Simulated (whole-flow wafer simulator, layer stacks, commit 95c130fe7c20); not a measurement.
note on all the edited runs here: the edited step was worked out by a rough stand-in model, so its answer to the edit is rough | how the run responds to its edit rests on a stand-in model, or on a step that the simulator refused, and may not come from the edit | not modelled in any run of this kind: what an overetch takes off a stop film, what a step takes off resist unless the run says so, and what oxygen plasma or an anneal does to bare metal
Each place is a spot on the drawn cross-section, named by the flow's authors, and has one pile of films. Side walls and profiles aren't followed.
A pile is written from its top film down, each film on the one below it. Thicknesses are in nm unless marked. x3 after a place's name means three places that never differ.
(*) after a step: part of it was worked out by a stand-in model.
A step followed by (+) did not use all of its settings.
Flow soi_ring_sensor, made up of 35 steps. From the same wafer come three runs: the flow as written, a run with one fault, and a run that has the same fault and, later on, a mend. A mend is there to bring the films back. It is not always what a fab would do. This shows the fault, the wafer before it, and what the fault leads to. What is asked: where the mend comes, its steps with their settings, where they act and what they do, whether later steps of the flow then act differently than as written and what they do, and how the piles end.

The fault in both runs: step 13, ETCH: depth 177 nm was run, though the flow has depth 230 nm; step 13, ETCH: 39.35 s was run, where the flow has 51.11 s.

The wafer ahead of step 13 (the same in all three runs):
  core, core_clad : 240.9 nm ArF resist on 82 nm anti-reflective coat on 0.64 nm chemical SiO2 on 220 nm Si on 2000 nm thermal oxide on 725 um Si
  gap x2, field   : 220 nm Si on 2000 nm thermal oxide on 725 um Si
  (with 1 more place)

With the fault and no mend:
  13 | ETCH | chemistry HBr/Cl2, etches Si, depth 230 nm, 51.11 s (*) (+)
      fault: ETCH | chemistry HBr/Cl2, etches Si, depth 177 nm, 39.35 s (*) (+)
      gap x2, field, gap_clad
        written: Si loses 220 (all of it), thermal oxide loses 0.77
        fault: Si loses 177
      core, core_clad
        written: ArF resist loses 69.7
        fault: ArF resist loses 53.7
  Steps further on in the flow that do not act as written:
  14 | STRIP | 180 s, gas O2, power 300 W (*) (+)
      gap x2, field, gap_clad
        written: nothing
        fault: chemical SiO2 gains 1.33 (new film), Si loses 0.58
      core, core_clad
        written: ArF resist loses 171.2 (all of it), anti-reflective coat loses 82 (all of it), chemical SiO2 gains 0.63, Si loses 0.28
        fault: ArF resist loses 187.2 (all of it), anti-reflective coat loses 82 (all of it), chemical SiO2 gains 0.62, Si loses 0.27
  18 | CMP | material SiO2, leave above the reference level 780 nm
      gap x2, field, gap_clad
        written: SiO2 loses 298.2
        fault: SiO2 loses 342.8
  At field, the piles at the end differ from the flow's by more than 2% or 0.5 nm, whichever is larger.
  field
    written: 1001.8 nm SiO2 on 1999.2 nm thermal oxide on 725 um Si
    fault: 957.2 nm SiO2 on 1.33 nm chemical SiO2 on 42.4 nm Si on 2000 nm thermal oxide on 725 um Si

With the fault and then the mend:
  The mend follows step 13.
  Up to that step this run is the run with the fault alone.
  13a | ETCH | chemistry HBr/Cl2, etches Si, depth 53 nm, 11.78 s (*) (+) (a further turn of the flow's step 13, with different settings)
      gap x2, field, gap_clad
        Si loses 43 (all of it), thermal oxide loses 0.77
      core, core_clad
        ArF resist loses 16.1
  Later steps of the flow that are run all act as written at every place that is followed.
  The piles end the same as the flow's at every place that both follow.
